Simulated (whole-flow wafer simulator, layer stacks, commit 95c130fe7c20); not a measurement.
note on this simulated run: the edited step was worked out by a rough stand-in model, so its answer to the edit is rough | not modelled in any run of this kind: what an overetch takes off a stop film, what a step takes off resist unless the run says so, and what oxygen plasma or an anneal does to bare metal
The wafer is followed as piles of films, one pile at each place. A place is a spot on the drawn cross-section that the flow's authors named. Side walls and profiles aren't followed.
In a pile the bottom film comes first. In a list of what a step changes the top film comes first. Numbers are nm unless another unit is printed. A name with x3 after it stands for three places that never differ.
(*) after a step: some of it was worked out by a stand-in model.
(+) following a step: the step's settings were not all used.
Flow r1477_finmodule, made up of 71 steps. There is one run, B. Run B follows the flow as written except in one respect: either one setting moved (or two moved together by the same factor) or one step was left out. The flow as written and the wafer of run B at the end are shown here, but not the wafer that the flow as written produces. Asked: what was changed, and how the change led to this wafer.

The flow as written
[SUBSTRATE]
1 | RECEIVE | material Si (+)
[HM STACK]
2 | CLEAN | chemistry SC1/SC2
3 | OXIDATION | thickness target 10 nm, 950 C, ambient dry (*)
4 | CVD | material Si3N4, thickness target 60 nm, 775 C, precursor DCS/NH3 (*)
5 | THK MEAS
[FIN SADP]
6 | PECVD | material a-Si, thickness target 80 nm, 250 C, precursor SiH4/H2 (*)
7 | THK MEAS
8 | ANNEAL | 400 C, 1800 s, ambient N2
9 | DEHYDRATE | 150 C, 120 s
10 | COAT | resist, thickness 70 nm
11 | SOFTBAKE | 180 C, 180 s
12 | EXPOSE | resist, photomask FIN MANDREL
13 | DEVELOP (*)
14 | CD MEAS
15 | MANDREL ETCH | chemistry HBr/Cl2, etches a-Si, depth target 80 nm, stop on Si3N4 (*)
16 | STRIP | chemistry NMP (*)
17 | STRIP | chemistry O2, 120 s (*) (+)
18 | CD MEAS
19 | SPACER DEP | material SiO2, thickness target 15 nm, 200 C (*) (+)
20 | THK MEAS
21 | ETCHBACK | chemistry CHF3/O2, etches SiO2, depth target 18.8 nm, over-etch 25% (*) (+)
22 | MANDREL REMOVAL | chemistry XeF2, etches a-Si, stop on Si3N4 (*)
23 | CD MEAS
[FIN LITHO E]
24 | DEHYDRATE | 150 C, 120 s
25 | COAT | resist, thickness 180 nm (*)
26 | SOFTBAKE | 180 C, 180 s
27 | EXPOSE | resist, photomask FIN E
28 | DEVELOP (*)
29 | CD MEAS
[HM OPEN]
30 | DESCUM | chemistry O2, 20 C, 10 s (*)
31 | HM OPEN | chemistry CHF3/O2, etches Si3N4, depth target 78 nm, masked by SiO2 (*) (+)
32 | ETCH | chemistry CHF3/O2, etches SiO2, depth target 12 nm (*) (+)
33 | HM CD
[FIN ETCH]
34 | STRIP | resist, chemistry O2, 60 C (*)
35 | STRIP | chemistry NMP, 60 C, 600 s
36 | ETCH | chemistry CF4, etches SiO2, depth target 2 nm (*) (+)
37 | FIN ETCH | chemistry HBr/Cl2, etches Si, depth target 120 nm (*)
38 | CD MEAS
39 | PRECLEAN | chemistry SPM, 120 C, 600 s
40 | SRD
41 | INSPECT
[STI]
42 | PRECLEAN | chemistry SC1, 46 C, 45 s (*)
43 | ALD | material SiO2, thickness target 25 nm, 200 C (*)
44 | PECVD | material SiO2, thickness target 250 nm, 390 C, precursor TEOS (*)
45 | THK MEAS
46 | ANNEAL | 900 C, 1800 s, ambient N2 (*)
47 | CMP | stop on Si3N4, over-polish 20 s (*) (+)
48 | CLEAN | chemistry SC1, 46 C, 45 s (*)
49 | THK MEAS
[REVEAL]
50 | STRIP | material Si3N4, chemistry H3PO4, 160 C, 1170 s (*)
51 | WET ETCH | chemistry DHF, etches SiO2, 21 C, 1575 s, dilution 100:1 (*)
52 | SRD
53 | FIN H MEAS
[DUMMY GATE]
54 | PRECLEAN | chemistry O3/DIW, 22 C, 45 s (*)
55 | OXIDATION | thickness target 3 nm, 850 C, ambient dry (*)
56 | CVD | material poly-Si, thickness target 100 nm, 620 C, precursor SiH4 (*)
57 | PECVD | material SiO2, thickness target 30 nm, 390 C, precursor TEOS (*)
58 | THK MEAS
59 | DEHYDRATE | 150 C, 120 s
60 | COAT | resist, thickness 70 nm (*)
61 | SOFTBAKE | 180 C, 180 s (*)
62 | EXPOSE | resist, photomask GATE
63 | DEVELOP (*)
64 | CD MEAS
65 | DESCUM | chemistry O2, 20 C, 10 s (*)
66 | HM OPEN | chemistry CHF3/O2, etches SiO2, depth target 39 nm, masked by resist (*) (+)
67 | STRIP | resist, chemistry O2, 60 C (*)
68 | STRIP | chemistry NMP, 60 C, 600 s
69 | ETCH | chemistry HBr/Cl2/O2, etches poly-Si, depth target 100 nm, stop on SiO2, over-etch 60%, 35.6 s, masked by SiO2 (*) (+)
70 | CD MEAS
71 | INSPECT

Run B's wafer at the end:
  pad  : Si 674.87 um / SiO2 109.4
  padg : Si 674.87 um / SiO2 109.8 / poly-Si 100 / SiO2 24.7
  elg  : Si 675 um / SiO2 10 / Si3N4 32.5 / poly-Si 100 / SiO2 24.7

What caused this: step 51, WET ETCH: 19.05 C was run, while the flow as written has 21 C.

How this came from the change, step by step:
  51 | WET ETCH | chemistry DHF, etches SiO2, 21 C, 1575 s, dilution 100:1 (*)
      pad, padg, e40sg and 12 more: SiO2 loses 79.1 (it would be, as written: SiO2 loses 85.7)
      elg, e40lg, e100lg, e200lg, elo, e40lo, e100lo, e200lo: SiO2 loses 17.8 (all of it), Si3N4 loses 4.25 (it would be, as written: SiO2 loses 17.8 (all of it), Si3N4 loses 4.97)
      (as well as at 7 more places)
  56 | CVD | material poly-Si, thickness target 100 nm, 620 C, precursor SiH4 (*)
      s40cg, s40co: poly-Si gains 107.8 (new film) (it would be, as written: poly-Si gains 113.9 (new film))
      s45cg, s45co: poly-Si gains 107.3 (new film) (it would be, as written: poly-Si gains 113.4 (new film))
      (as well as at 3 more places)
  60 | COAT | resist, thickness 70 nm (*)
      e40sg, eso, e40so: resist gains 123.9 (new film) (it would be, as written: resist gains 129.5 (new film))
      e100sg, e100so: resist gains 123.9 (new film) (it would be, as written: resist gains 129.4 (new film))
      (as well as at 8 more places)
  63 | DEVELOP (*)
      eso, e40so: resist loses 123.9 (all of it) (it would be, as written: resist loses 129.5 (all of it))
      e100so: resist loses 123.9 (all of it) (it would be, as written: resist loses 129.4 (all of it))
      (as well as at 4 more places)
  67 | STRIP | resist, chemistry O2, 60 C (*)
      e40sg: resist loses 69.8 (all of it) (it would be, as written: resist loses 75.4 (all of it))
      e100sg: resist loses 69.8 (all of it) (it would be, as written: resist loses 75.3 (all of it))
      (as well as at 4 more places)
  69 | ETCH | chemistry HBr/Cl2/O2, etches poly-Si, depth target 100 nm, stop on SiO2, over-etch 60%, 35.6 s, masked by SiO2 (*) (+)
      s40co: chemical SiO2 loses 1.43 (all of it), poly-Si loses 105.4 (all of it), SiO2 loses 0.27 (it would be, as written: chemical SiO2 loses 1.46 (all of it), poly-Si loses 111.5 (all of it), SiO2 loses 0.24)
      s45co: chemical SiO2 loses 1.43 (all of it), poly-Si loses 104.9 (all of it), SiO2 loses 0.28 (it would be, as written: chemical SiO2 loses 1.46 (all of it), poly-Si loses 110.9 (all of it), SiO2 loses 0.25)
      (as well as at 1 more place)
